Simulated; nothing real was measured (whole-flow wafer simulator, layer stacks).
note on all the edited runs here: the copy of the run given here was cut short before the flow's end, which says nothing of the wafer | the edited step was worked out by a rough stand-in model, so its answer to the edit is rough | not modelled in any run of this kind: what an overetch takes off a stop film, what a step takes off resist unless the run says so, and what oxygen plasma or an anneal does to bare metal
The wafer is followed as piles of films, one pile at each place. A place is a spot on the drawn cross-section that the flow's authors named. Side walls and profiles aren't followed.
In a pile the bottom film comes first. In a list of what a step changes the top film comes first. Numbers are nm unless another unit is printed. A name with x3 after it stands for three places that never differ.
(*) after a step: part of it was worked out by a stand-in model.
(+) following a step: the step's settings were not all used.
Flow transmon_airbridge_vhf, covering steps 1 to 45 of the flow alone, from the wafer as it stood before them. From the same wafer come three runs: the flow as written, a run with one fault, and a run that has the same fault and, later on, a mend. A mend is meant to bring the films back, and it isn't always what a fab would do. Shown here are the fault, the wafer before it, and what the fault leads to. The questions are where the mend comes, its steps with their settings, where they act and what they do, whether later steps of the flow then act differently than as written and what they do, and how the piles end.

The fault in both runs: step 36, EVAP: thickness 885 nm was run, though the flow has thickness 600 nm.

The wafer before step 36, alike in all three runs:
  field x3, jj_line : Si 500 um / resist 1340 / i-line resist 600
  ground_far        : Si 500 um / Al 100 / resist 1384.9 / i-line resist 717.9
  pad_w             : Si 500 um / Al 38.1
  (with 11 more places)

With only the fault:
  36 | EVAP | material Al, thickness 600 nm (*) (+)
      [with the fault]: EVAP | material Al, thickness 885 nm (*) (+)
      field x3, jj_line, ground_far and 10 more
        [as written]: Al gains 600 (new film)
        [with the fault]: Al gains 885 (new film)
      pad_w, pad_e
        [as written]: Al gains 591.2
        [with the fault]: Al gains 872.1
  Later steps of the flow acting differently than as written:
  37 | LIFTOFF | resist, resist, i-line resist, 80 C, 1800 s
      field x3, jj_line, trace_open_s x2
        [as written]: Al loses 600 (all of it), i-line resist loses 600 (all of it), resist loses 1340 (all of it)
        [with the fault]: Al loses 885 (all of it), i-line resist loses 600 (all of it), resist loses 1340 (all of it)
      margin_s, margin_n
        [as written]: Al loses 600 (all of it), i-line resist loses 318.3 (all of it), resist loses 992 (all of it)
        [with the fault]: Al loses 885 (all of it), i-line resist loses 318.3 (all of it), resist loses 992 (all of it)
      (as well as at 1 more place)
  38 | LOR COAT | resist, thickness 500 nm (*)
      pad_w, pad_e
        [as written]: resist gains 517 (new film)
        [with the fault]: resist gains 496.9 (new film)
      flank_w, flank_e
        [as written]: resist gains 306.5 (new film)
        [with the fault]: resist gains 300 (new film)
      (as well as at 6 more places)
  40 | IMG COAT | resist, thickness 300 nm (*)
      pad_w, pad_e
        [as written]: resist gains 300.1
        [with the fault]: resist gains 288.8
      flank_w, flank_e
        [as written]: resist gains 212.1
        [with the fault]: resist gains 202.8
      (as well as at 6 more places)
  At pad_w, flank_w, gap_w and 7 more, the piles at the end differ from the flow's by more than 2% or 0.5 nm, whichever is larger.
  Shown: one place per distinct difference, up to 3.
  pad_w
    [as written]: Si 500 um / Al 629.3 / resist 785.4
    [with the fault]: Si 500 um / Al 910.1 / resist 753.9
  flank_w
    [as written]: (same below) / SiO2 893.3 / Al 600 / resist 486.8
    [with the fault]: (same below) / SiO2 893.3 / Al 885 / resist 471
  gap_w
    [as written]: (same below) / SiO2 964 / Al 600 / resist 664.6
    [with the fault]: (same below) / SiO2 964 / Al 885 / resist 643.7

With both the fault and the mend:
  The mend stands after step 36.
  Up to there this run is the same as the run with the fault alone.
  36a | METAL ETCH | etches Al, depth 285 nm (the flow's step 11, run once more with other settings)
      field x3, jj_line, ground_far and 12 more
        Al loses 285
  Every later step of the flow that is run acts as written, at every place that is followed, to within 2% or 0.5 nm, whichever is larger.
  At the end the piles are close to the flow's at the places that both follow, differing by at most 2% or 0.5 nm, whichever is larger.
